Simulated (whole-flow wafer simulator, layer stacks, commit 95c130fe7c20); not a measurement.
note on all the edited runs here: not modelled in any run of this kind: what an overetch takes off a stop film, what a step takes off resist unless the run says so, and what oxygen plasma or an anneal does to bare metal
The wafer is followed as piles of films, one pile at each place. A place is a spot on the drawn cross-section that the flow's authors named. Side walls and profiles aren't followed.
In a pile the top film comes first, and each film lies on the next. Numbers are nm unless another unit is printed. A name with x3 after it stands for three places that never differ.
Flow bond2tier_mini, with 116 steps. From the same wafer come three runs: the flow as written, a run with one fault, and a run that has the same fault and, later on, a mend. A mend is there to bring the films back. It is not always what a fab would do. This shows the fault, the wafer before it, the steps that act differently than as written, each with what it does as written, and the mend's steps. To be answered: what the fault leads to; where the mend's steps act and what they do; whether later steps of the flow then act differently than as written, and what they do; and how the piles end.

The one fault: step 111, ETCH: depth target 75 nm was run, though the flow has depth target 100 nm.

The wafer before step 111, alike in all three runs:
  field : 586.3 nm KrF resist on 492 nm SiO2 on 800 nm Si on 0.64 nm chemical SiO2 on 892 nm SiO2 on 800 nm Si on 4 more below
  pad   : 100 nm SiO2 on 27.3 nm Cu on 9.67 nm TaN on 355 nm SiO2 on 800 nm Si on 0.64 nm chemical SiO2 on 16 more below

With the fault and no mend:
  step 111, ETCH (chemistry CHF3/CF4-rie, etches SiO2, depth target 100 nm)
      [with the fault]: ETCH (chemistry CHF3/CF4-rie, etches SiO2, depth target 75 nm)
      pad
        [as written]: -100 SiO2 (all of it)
        [with the fault]: -75 SiO2
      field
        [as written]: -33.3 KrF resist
        [with the fault]: -25 KrF resist
  Steps later in the flow that act otherwise than as written (2 other steps are not shown; they differ only slightly, by no more than 2% or 0.5 nm, whichever is larger):
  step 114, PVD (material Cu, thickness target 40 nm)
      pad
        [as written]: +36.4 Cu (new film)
        [with the fault]: +37.3 Cu (new film)
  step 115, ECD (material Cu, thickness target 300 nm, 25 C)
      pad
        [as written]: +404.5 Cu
        [with the fault]: +378.4 Cu
  At pad, the piles at the end differ from the flow's by more than 2% or 0.5 nm, whichever is larger.
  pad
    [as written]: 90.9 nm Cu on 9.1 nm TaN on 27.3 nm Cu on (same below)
    [with the fault]: 65.7 nm Cu on 9.32 nm TaN on 25 nm SiO2 on 27.3 nm Cu on (same below)

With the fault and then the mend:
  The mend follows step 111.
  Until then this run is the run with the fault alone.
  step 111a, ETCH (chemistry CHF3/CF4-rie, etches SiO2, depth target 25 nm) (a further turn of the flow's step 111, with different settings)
      field
        -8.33 KrF resist
      pad
        -25 SiO2 (all of it)
  Every later step of the flow that is run acts as written at every place that is followed.
  At every place that both follow, the piles at the end match the flow's.
